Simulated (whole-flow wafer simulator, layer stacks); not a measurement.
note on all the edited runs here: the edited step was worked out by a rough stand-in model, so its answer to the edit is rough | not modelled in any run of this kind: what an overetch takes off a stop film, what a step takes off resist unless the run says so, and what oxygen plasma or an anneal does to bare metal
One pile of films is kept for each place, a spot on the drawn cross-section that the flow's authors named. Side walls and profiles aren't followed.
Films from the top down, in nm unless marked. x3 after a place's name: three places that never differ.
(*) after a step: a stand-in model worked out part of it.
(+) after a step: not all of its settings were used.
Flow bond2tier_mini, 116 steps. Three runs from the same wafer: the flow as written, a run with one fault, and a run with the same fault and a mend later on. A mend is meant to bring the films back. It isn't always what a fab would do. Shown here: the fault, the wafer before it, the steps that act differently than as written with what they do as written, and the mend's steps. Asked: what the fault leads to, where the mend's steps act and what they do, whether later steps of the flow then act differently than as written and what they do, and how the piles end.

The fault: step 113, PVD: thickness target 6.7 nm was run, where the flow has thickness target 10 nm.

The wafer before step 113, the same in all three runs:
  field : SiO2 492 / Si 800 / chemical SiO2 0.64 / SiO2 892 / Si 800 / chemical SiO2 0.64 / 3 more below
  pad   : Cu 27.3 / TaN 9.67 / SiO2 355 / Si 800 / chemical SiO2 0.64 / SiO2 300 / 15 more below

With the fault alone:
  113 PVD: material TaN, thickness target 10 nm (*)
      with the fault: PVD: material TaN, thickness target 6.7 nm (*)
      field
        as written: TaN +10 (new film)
        with the fault: TaN +6.7 (new film)
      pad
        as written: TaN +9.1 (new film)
        with the fault: TaN +6.1 (new film)
  Later steps of the flow that act differently than as written (1 more step differs only slightly, by at most 2% or 0.5 nm, whichever is larger, and isn't shown):
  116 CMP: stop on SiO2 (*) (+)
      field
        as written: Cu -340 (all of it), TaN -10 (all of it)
        with the fault: Cu -340 (all of it), TaN -6.7 (all of it)
  At the end the piles differ from the flow's by more than 2% or 0.5 nm, whichever is larger, at pad.
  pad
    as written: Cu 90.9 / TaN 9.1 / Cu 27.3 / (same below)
    with the fault: Cu 93.9 / TaN 6.1 / Cu 27.3 / (same below)

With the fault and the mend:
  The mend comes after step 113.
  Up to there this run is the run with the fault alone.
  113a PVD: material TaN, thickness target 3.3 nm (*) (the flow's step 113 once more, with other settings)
      field
        TaN +3.3
      pad
        TaN +3
  No later step of the flow acts differently than as written at any place that is followed.
  At the end the piles are the same as the flow's at every place that both follow.
